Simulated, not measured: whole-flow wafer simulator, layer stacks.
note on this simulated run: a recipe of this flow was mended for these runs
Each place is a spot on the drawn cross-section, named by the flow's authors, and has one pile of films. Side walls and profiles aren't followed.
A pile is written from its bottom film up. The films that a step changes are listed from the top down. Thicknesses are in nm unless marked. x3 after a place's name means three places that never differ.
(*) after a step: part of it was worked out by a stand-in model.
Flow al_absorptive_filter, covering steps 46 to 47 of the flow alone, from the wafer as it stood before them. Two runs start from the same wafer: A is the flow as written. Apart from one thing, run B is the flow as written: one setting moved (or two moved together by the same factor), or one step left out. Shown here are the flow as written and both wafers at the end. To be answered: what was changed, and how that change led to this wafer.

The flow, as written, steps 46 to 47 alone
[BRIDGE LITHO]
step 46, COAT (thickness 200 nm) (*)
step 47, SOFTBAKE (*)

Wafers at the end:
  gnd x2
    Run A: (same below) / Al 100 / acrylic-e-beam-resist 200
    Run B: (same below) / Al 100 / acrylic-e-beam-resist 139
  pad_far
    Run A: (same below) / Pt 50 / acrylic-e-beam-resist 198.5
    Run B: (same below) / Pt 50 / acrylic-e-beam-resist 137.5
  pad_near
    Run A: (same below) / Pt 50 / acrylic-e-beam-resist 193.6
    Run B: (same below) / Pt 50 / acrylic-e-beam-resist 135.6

Cause: step 46, COAT: thickness 139 nm was run, while the flow as written has thickness 200 nm.
The wafer lets one read it off: gnd x2 has acrylic-e-beam-resist 139, and step 46 as written asks for 200 nm.

Step by step, how the change led to this:
  step 46, COAT (thickness 200 nm) (*)
      gnd x2, idc_field: A acrylic-e-beam-resist gains 200 (new film) | B acrylic-e-beam-resist gains 139 (new film)
      pad_far: A acrylic-e-beam-resist gains 198.5 (new film) | B acrylic-e-beam-resist gains 137.5 (new film)
      (also at 10 further places)
